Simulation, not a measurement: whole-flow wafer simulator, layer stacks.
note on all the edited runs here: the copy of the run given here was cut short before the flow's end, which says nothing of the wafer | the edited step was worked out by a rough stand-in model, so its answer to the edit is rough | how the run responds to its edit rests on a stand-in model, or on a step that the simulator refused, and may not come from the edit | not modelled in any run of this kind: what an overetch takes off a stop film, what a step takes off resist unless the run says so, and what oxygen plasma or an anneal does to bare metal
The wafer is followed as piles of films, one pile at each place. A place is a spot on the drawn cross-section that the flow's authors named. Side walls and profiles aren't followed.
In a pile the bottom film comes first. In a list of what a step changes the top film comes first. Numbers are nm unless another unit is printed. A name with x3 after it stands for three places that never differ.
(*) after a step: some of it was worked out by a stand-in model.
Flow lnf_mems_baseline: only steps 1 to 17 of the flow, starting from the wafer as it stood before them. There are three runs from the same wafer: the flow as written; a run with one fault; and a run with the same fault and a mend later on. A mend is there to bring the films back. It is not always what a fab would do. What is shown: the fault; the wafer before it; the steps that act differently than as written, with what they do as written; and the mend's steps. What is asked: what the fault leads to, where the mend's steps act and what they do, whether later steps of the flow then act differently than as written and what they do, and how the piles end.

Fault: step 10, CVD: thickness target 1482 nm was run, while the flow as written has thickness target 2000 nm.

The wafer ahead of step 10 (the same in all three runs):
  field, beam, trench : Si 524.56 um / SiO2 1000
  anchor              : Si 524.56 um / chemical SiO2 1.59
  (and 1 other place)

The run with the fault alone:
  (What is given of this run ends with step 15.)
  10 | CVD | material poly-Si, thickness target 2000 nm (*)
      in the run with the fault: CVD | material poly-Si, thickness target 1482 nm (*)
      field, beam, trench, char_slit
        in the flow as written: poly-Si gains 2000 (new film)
        in the run with the fault: poly-Si gains 1482 (new film)
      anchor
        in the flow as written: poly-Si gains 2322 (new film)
        in the run with the fault: poly-Si gains 1482 (new film)
  Steps further on in the flow that do not act as written (1 other step is not shown; it differs only slightly, by no more than 2% or 0.5 nm, whichever is larger):
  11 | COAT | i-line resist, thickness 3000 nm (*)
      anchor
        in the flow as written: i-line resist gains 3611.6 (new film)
        in the run with the fault: i-line resist gains 3911.8 (new film)
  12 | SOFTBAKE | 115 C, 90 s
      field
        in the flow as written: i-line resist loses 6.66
        in the run with the fault: i-line resist loses 8.87
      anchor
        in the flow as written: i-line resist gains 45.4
        in the run with the fault: i-line resist gains 60.6
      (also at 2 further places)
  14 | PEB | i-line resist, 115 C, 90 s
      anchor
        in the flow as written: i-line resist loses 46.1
        in the run with the fault: i-line resist loses 51.8
  Once step 15 is done, the piles at field, anchor, beam, trench, char_slit depart from the flow's by more than 2% or 0.5 nm, whichever is larger.
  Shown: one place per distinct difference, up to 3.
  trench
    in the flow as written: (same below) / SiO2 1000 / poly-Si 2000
    in the run with the fault: (same below) / SiO2 1000 / poly-Si 1482
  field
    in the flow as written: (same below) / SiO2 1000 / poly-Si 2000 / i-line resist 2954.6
    in the run with the fault: (same below) / SiO2 1000 / poly-Si 1482 / i-line resist 2951.1
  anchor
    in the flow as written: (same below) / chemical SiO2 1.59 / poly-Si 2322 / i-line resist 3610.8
    in the run with the fault: (same below) / chemical SiO2 1.59 / poly-Si 1482 / i-line resist 3920.4

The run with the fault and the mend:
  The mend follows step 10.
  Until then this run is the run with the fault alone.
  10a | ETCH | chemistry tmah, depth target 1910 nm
      field, anchor, beam, trench, char_slit
        poly-Si loses 1482 (all of it)
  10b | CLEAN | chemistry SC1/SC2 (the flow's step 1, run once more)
      leaves every film unchanged at each place that is followed
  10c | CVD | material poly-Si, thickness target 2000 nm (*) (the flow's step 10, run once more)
      field, beam, trench, char_slit
        poly-Si gains 2000 (new film)
      anchor
        poly-Si gains 2322 (new film)
  Later steps of the flow that are run all act as written at every place that is followed.
  By the end, the piles equal the flow's at every place that both follow.
